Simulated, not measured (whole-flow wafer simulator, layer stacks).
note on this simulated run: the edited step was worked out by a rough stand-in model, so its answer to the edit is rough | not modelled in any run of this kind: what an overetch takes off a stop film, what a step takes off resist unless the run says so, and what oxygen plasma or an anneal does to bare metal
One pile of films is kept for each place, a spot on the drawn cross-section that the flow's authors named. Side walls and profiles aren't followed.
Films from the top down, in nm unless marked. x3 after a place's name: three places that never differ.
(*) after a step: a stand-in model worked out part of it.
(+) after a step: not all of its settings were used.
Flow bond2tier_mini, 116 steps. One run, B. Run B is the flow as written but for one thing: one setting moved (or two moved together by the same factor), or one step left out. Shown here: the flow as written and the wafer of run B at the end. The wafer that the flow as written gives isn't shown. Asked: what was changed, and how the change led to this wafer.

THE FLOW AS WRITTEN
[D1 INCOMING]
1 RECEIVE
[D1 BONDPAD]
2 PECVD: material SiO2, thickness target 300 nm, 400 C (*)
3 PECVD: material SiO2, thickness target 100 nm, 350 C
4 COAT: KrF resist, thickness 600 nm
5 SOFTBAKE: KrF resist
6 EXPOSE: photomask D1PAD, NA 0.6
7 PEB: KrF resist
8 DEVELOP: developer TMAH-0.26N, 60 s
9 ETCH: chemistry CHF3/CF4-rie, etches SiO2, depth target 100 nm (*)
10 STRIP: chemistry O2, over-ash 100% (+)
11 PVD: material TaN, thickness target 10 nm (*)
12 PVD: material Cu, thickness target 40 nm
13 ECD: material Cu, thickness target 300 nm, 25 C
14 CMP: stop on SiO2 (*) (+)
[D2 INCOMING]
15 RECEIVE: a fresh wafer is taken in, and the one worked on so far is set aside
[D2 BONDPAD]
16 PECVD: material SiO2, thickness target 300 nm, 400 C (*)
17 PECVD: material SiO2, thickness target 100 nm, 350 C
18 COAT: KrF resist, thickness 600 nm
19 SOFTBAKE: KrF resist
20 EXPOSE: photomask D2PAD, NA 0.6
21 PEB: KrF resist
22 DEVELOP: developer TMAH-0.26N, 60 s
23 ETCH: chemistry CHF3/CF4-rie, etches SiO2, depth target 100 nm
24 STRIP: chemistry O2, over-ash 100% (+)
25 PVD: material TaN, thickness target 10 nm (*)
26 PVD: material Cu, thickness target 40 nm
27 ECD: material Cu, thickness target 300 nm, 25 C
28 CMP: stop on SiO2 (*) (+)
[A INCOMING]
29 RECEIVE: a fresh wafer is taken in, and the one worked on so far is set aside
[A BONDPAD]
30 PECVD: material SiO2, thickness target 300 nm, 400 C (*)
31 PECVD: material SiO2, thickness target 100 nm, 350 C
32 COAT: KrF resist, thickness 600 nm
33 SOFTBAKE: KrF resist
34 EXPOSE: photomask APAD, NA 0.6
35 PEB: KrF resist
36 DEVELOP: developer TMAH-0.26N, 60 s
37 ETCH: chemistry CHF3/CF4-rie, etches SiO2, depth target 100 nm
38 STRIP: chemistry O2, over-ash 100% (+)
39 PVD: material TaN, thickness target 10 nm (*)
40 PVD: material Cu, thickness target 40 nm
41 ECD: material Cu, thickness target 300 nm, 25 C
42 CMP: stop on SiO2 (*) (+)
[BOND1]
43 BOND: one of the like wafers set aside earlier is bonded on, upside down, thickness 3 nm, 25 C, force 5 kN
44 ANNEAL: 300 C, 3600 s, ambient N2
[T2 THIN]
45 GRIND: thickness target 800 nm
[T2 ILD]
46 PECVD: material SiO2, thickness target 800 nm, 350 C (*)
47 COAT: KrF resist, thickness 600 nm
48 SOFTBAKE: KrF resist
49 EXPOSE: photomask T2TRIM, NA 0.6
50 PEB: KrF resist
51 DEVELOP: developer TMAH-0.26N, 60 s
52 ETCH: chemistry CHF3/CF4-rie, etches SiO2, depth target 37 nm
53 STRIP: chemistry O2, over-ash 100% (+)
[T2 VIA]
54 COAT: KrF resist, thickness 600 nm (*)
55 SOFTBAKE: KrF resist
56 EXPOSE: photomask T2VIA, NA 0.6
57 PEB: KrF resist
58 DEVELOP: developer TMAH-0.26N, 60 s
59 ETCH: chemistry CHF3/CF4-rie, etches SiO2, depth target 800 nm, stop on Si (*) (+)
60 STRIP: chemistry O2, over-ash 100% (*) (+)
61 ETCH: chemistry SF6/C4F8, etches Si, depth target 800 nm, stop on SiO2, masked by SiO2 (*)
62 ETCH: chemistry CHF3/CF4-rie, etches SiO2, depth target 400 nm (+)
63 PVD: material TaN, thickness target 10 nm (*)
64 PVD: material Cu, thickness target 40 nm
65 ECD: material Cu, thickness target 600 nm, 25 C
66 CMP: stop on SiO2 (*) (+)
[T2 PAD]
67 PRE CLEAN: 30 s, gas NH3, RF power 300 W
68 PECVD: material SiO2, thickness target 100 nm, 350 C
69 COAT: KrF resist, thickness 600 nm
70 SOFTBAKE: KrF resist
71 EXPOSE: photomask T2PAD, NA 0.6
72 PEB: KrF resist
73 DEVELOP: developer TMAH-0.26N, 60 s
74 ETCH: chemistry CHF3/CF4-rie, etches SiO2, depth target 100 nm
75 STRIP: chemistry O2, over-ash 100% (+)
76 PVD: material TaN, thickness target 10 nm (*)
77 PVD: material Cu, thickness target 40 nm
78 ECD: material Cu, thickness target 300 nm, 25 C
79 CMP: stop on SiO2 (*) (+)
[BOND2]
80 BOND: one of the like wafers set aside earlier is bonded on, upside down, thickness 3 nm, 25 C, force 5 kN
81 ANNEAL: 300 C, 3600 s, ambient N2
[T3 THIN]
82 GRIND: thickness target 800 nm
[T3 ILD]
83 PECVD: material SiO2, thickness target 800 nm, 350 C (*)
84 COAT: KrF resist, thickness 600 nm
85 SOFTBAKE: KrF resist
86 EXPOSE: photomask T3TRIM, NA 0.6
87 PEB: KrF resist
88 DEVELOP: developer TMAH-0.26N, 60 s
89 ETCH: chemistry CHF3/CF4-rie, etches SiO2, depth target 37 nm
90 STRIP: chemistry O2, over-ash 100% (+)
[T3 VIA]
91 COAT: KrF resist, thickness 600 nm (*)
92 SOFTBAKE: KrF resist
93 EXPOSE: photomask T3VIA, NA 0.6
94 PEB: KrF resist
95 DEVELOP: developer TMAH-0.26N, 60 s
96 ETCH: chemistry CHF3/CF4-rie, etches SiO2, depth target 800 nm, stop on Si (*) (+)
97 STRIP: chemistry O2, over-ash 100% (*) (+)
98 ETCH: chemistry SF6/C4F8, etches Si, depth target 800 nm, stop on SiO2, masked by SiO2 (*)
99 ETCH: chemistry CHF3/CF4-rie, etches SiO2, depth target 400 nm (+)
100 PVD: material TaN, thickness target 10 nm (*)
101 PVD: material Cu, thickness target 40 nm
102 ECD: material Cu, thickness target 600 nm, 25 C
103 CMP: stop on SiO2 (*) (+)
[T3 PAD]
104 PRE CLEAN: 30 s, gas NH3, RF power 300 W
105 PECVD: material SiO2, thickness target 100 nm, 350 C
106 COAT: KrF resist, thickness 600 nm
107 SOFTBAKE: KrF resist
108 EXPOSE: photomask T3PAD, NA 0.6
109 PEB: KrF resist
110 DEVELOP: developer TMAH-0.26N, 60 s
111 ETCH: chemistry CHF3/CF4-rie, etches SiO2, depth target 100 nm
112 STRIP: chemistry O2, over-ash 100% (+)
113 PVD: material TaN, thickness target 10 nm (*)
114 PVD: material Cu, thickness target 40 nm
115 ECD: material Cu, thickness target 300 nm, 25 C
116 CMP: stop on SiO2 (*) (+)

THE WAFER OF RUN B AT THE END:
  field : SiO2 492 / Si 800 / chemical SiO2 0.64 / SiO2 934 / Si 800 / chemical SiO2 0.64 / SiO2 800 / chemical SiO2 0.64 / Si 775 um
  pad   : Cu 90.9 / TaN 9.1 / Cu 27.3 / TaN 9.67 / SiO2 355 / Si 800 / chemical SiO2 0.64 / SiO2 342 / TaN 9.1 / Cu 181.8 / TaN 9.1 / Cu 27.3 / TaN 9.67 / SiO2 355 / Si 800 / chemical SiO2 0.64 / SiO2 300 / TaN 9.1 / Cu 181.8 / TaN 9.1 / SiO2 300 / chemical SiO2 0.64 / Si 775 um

The cause: step 16, PECVD: thickness target 342 nm was run, where the flow has thickness target 300 nm.
It can be read off the wafer: pad has SiO2 342, and step 16 as written asks for 300 nm.

How the change led to this, step by step:
  16 PECVD: material SiO2, thickness target 300 nm, 400 C (*)
      field, pad, via: SiO2 +342 (new film) (as written it would be: SiO2 +300 (new film))
  80 BOND: one of the like wafers set aside earlier is bonded on, upside down, thickness 3 nm, 25 C, force 5 kN
      field: Si +775 um (new film), chemical SiO2 +0.64 (new film), SiO2 +442 (as written it would be: Si +775 um (new film), chemical SiO2 +0.64 (new film), SiO2 +400)
      pad: Si +775 um (new film), chemical SiO2 +0.64 (new film), SiO2 +342 (new film), TaN +9.1 (new film), Cu +90.9 (as written it would be: Si +775 um (new film), chemical SiO2 +0.64 (new film), SiO2 +300 (new film), TaN +9.1 (new film), Cu +90.9)
